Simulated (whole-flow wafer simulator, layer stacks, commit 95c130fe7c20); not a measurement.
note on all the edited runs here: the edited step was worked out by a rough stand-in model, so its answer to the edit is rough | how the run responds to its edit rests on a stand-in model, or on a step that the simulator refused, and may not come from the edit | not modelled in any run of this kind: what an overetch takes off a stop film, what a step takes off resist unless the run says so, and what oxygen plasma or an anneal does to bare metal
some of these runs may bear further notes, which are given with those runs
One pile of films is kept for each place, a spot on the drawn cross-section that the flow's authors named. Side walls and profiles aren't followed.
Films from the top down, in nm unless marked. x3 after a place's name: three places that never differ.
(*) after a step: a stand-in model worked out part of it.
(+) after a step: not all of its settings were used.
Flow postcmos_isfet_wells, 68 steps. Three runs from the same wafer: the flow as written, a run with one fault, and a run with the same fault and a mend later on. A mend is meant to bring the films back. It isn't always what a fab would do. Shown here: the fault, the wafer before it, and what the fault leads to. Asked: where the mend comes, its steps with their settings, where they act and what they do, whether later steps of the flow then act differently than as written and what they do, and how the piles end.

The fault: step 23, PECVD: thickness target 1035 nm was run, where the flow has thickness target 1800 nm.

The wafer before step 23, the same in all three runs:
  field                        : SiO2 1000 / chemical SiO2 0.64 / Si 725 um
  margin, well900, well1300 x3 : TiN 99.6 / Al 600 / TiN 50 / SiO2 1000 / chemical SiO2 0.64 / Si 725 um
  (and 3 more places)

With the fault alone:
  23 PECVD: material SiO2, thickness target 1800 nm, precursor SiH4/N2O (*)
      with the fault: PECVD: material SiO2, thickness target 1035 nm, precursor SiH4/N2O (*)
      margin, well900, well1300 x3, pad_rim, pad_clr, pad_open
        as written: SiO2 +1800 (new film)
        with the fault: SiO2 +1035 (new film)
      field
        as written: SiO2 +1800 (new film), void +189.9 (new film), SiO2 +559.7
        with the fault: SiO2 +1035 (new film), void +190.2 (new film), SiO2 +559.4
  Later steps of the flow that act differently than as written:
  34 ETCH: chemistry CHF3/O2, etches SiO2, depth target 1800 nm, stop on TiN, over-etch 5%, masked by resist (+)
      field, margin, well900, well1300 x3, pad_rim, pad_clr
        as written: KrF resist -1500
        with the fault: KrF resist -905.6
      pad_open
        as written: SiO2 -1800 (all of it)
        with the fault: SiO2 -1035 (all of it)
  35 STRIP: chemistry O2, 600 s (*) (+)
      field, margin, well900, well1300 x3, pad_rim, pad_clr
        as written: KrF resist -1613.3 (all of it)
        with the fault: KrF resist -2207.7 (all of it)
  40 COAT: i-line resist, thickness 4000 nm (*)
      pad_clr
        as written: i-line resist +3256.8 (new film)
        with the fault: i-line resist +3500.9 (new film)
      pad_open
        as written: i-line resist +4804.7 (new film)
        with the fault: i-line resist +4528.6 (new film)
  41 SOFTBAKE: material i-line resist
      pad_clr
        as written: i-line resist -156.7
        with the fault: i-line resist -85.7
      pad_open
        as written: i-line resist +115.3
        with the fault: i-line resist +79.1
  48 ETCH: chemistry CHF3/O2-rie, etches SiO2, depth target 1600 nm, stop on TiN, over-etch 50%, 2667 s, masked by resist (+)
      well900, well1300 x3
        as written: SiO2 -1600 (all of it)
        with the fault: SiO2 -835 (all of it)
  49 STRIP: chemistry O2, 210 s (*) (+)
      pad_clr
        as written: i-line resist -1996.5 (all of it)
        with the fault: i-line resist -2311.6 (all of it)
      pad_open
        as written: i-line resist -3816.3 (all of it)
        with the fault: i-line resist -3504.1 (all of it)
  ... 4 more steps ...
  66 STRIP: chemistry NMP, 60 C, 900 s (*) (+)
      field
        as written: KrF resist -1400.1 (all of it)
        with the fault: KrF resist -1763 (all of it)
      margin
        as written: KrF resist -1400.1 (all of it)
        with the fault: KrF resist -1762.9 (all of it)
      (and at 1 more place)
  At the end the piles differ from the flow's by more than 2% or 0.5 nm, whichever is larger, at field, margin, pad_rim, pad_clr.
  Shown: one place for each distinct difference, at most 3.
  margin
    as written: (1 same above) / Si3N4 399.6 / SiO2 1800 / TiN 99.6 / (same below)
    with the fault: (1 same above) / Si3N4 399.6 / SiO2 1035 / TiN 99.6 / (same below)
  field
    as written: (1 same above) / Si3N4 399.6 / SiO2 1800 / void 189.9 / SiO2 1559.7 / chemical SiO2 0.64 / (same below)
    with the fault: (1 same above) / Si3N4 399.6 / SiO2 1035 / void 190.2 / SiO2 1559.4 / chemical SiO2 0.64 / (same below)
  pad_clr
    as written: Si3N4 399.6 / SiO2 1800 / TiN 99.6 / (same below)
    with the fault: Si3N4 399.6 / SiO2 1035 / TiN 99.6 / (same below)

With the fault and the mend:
  The mend comes after step 23.
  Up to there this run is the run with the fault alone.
  23a PECVD: material SiO2, thickness target 765 nm, precursor SiH4/N2O (*) (the flow's step 23 once more, with other settings)
      field, margin, well900, well1300 x3, pad_rim, pad_clr, pad_open
        SiO2 +765
  No later step of the flow acts differently than as written at any place that is followed.
  At the end the piles differ from the flow's only slightly at the places that both follow, by at most 2% or 0.5 nm, whichever is larger.
